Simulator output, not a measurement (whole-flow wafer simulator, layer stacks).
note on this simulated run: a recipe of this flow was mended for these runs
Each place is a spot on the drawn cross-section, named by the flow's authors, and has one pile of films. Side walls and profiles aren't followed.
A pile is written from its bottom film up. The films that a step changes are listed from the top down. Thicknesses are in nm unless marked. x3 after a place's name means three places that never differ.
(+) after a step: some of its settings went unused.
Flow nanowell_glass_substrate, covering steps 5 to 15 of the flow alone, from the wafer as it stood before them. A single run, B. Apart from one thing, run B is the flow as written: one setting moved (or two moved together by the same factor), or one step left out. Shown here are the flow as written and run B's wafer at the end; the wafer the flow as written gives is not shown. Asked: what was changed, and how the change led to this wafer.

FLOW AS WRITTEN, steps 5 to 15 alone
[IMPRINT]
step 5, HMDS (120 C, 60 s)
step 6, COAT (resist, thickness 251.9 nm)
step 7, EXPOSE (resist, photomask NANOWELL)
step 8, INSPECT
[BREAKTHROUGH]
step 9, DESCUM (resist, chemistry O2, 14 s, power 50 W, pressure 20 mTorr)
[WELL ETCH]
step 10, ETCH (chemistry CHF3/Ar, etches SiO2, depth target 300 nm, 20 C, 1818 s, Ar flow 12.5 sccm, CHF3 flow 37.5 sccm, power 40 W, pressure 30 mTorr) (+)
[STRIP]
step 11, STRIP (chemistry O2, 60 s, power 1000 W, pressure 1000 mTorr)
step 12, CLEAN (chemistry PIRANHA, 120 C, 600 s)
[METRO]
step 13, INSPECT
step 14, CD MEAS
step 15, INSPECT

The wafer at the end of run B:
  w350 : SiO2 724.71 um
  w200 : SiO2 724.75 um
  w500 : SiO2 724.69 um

The reason: step 9, DESCUM: 4 s was run, while the flow as written has 14 s.

The path from the change to this, step by step:
  step 9, DESCUM (resist, chemistry O2, 14 s, power 50 W, pressure 20 mTorr)
      w350, w200, w500, w700: -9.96 resist (it would be, as written: -18.2 resist (all of it))
      land: -9.96 resist (it would be, as written: -34.9 resist)
  step 10, ETCH (chemistry CHF3/Ar, etches SiO2, depth target 300 nm, 20 C, 1818 s, Ar flow 12.5 sccm, CHF3 flow 37.5 sccm, power 40 W, pressure 30 mTorr) (+)
      w350: -8.24 resist (all of it), -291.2 SiO2 (it would be, as written: -300 SiO2)
      w200: -8.24 resist (all of it), -250.3 SiO2 (it would be, as written: -260.5 SiO2)
      (and at 2 other places as well)
  step 11, STRIP (chemistry O2, 60 s, power 1000 W, pressure 1000 mTorr)
      land: -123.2 resist (all of it) (it would be, as written: -100.2 resist (all of it))
